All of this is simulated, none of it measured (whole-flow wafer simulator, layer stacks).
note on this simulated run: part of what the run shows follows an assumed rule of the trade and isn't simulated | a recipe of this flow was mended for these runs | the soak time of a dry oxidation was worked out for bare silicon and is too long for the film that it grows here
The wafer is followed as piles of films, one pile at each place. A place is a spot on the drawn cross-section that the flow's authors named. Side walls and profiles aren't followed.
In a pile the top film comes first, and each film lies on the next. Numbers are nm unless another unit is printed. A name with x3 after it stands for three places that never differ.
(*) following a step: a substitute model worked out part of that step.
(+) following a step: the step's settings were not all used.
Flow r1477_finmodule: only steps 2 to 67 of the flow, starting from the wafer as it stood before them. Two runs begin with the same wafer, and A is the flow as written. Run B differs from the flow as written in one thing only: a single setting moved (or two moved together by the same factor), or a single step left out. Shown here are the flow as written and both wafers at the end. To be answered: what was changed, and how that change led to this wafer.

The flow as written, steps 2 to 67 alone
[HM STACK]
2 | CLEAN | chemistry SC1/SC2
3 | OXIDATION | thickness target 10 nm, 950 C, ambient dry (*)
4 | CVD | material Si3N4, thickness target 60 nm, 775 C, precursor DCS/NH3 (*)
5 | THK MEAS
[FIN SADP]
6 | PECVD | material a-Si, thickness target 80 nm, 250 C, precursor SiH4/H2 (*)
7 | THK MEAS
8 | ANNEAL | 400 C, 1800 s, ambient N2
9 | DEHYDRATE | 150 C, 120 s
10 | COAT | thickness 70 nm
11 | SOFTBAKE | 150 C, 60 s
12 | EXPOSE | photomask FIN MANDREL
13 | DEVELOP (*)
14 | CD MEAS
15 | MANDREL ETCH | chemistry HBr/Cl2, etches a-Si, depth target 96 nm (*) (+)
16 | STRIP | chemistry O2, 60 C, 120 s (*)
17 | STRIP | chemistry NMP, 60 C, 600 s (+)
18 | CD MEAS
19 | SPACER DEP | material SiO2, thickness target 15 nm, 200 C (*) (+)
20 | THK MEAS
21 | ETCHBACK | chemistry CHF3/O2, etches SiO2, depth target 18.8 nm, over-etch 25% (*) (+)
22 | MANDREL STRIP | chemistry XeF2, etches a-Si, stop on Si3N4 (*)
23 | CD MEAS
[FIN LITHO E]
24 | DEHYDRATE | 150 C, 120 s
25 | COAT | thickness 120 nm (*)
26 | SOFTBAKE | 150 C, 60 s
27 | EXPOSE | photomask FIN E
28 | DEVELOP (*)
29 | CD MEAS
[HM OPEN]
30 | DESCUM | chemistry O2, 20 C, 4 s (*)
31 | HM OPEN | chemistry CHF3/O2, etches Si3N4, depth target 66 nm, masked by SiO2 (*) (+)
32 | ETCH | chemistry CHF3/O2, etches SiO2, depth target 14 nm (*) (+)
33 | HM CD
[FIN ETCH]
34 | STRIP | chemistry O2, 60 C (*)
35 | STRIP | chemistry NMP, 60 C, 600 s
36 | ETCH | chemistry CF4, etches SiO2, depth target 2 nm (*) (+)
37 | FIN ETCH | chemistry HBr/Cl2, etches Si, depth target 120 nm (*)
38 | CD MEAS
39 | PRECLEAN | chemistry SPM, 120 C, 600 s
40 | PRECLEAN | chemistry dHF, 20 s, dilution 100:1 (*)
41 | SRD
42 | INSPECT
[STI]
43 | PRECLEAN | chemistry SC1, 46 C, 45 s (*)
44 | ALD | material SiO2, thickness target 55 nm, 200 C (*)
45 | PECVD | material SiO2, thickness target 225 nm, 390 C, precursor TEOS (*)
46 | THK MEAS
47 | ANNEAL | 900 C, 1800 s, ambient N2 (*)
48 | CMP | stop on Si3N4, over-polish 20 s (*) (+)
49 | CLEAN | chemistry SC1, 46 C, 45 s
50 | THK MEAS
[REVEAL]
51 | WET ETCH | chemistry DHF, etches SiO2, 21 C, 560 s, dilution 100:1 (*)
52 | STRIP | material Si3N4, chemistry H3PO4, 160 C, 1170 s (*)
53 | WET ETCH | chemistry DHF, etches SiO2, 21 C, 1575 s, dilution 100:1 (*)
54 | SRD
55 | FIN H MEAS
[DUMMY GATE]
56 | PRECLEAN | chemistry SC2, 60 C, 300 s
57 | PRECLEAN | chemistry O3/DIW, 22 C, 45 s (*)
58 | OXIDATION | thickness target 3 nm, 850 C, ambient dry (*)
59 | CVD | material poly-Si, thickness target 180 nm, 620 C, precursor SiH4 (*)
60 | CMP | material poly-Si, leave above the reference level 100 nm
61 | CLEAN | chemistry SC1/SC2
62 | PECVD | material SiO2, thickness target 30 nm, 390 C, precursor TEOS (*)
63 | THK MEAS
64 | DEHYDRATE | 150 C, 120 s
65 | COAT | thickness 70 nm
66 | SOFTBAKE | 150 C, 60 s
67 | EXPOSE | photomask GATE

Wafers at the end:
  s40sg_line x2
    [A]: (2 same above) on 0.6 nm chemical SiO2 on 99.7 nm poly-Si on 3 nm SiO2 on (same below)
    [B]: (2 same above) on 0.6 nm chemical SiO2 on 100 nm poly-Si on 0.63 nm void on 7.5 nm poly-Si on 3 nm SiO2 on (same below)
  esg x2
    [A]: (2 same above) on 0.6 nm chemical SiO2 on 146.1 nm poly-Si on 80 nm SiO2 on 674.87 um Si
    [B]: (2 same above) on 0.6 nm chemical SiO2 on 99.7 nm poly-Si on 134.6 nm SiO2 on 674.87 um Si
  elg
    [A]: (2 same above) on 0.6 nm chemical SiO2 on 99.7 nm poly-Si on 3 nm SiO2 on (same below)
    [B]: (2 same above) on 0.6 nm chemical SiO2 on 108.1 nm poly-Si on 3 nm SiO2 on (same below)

The reason: step 53, WET ETCH: 484.9 s was run, whereas the flow has 1575 s.

Step by step, how the change led to this:
  53 | WET ETCH | chemistry DHF, etches SiO2, 21 C, 1575 s, dilution 100:1 (*)
      esg x2, e40sg x2, e100sg x2 and 14 more: A SiO2 loses 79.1 | B SiO2 loses 24.4
      pad x2: A SiO2 loses 85.7 | B SiO2 loses 26.4
  59 | CVD | material poly-Si, thickness target 180 nm, 620 C, precursor SiH4 (*)
      s40sg_line x2, s45sg_line x2, s50sg_line x2: A poly-Si gains 180 (new film) | B poly-Si gains 180.2 (new film), void gains 0.63 (new film), poly-Si gains 7.5 (new film)
      esg x2, e40sg x2, e100sg x2 and 12 more: A poly-Si gains 226.3 (new film) | B poly-Si gains 180 (new film)
      (as well as at 7 more places)
  60 | CMP | material poly-Si, leave above the reference level 100 nm
      pad x2: A poly-Si loses 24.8 | B poly-Si loses 75.6
      e100lg x2: A poly-Si loses 80 | B poly-Si loses 78.3
      (as well as at 5 more places)
